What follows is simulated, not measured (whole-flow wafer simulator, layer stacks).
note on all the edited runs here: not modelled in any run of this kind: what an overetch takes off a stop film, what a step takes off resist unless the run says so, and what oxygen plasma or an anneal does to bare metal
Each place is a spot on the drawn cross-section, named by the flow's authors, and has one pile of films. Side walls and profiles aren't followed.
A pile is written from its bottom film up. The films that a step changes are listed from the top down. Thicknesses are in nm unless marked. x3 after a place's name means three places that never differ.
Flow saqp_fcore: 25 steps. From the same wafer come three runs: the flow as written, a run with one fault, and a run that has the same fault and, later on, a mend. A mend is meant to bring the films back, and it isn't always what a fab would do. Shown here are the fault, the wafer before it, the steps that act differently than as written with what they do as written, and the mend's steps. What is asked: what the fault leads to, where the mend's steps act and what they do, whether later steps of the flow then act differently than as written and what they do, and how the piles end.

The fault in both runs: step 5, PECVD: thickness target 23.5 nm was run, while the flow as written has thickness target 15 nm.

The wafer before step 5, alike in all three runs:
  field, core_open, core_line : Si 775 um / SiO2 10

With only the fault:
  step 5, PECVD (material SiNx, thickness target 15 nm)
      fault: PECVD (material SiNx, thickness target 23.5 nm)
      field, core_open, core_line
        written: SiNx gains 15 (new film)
        fault: SiNx gains 23.5 (new film)
  Every later step of the flow that is run acts as written at every place that is followed.
  The piles end different from the flow's at field, core_open, core_line by more than 2% or 0.5 nm, whichever is larger.
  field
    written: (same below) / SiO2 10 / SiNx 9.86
    fault: (same below) / SiO2 10 / SiNx 18.4
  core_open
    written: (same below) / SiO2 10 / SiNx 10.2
    fault: (same below) / SiO2 10 / SiNx 18.7
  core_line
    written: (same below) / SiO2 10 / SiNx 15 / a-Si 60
    fault: (same below) / SiO2 10 / SiNx 23.5 / a-Si 60

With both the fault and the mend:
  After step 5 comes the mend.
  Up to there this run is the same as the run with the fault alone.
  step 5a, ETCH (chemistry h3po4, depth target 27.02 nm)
      field, core_open, core_line
        SiNx loses 23.5 (all of it)
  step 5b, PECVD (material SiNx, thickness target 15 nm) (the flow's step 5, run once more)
      field, core_open, core_line
        SiNx gains 15 (new film)
  Every later step of the flow that is run acts as written at every place that is followed.
  By the end, the piles equal the flow's at every place that both follow.
